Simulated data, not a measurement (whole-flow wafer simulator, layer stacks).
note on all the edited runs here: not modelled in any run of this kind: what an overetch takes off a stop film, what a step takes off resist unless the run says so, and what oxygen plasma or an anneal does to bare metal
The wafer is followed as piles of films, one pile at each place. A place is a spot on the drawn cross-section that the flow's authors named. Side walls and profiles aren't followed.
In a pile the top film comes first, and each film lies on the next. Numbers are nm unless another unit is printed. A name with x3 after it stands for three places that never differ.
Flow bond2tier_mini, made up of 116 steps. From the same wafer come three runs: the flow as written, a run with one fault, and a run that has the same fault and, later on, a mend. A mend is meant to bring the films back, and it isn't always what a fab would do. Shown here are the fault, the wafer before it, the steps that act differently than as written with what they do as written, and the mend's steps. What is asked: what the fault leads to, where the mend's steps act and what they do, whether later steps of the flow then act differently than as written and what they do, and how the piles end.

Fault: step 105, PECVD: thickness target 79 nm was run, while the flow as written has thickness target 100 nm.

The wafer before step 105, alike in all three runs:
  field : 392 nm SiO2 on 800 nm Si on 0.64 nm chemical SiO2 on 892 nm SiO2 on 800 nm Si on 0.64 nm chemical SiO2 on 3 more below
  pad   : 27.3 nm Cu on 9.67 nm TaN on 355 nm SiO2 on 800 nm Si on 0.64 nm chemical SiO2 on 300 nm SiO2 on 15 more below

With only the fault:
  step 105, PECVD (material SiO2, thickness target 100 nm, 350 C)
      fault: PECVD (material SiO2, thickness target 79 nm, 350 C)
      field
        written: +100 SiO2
        fault: +79 SiO2
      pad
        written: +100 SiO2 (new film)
        fault: +79 SiO2 (new film)
  Steps further on in the flow that do not act as written (2 other steps are not shown; they differ only slightly, by no more than 2% or 0.5 nm, whichever is larger):
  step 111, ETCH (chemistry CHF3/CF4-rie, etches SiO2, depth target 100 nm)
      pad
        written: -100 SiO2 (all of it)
        fault: -79 SiO2 (all of it), -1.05 Cu
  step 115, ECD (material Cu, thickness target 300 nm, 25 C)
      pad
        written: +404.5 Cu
        fault: +383.6 Cu
  At field, pad, the piles at the end differ from the flow's by more than 2% or 0.5 nm, whichever is larger.
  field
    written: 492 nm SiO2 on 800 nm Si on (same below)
    fault: 471 nm SiO2 on 800 nm Si on (same below)
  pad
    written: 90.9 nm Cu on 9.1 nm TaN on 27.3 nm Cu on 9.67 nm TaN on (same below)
    fault: 70.7 nm Cu on 9.32 nm TaN on 26.3 nm Cu on 9.67 nm TaN on (same below)

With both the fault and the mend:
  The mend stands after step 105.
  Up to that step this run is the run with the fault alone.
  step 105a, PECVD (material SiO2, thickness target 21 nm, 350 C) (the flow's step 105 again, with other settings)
      field, pad
        +21 SiO2
  Later steps of the flow that are run all act as written at every place that is followed.
  At every place that both follow, the piles at the end match the flow's.
